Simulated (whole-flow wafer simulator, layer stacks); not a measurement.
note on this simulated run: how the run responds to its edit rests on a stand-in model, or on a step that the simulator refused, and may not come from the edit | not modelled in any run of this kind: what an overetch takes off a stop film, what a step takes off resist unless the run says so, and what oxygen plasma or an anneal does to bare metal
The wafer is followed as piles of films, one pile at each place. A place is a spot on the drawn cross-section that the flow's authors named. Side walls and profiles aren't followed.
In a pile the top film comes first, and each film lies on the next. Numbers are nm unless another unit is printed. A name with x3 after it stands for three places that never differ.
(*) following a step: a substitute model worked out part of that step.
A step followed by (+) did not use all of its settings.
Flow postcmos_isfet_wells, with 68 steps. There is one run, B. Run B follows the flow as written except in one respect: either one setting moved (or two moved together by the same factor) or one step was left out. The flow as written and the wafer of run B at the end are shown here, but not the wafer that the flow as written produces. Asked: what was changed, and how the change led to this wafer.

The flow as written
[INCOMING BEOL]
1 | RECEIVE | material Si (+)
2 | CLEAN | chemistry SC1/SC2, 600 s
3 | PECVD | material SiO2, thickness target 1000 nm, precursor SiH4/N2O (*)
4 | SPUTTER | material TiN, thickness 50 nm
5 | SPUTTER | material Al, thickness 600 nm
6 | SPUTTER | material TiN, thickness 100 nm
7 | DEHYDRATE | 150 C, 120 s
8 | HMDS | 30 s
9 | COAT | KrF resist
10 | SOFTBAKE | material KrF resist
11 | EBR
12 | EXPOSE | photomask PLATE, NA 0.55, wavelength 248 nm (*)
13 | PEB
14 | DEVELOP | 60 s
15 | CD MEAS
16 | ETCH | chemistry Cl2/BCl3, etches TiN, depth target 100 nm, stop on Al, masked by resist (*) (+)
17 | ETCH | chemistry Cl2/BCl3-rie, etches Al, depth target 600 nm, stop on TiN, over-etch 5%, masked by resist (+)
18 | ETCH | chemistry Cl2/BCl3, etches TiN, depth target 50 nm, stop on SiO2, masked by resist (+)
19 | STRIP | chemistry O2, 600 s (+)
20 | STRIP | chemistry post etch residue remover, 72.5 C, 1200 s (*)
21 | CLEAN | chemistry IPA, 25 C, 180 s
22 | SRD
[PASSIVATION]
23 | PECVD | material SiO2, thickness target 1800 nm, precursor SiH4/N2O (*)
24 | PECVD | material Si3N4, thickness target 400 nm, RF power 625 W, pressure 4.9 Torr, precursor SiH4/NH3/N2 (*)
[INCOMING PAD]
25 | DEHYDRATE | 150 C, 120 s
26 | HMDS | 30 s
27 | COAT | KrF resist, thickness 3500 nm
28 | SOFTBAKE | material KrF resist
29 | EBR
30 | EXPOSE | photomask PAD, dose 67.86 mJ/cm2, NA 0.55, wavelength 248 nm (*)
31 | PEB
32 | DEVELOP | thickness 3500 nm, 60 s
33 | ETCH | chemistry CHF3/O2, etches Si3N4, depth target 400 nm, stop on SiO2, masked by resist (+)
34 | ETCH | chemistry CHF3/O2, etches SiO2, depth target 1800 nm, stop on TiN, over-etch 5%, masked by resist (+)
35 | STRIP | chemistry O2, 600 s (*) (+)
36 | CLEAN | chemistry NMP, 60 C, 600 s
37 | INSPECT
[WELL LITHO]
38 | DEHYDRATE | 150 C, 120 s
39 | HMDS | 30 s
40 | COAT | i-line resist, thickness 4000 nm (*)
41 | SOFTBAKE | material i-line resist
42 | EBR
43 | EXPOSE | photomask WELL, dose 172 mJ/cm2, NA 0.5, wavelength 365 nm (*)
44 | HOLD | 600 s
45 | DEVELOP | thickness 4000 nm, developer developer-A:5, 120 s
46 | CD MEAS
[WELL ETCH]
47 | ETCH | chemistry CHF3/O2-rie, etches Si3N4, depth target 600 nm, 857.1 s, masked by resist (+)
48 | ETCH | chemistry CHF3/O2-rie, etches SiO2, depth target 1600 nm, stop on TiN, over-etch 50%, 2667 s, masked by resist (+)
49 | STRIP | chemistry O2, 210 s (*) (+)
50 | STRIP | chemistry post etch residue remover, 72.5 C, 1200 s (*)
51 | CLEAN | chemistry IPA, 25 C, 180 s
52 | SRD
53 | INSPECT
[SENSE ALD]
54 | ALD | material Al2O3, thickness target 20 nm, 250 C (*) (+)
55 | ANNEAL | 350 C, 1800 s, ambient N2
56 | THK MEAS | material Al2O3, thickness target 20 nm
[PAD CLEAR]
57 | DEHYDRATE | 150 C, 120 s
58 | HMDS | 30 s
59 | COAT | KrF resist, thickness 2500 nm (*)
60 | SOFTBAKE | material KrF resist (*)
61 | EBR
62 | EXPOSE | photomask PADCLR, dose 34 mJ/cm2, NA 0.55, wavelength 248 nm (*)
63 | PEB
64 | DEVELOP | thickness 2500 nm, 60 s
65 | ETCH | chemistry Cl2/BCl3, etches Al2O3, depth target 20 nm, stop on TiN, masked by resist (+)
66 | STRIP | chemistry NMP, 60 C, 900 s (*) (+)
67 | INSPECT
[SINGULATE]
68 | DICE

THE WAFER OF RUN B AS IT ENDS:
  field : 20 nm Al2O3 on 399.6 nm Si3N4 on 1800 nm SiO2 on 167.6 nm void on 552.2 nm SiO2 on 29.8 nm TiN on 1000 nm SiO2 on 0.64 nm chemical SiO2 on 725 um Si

The reason: step 17, ETCH: depth target 540 nm was run, while the flow as written has depth target 600 nm; step 18, ETCH: depth target 45 nm was run, where the flow has depth target 50 nm.

How this came from the change, step by step:
  17 | ETCH | chemistry Cl2/BCl3-rie, etches Al, depth target 600 nm, stop on TiN, over-etch 5%, masked by resist (+)
      field: Al loses 540 (in the flow as written it would be: Al loses 600 (all of it))
      margin, well900, well1300, well2000, well3000, pad_rim, pad_clr, pad_open: KrF resist loses 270 (in the flow as written it would be: KrF resist loses 300)
  18 | ETCH | chemistry Cl2/BCl3, etches TiN, depth target 50 nm, stop on SiO2, masked by resist (+)
      field: Al loses 60 (all of it), TiN loses 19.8 (in the flow as written it would be: TiN loses 50 (all of it))
      margin, well900, well1300, well2000, well3000, pad_rim, pad_clr, pad_open: KrF resist loses 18 (in the flow as written it would be: KrF resist loses 20)
  19 | STRIP | chemistry O2, 600 s (+)
      margin, well900, well1300, well2000, well3000, pad_rim, pad_clr, pad_open: KrF resist loses 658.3 (all of it) (in the flow as written it would be: KrF resist loses 626.3 (all of it))
  23 | PECVD | material SiO2, thickness target 1800 nm, precursor SiH4/N2O (*)
      field: SiO2 gains 1800 (new film), void gains 167.6 (new film), SiO2 gains 552.2 (new film) (in the flow as written it would be: SiO2 gains 1800 (new film), void gains 189.9 (new film), SiO2 gains 559.7)
If metal films that touch count as one body, field has 1 body; the flow as written gives 0 bodies.
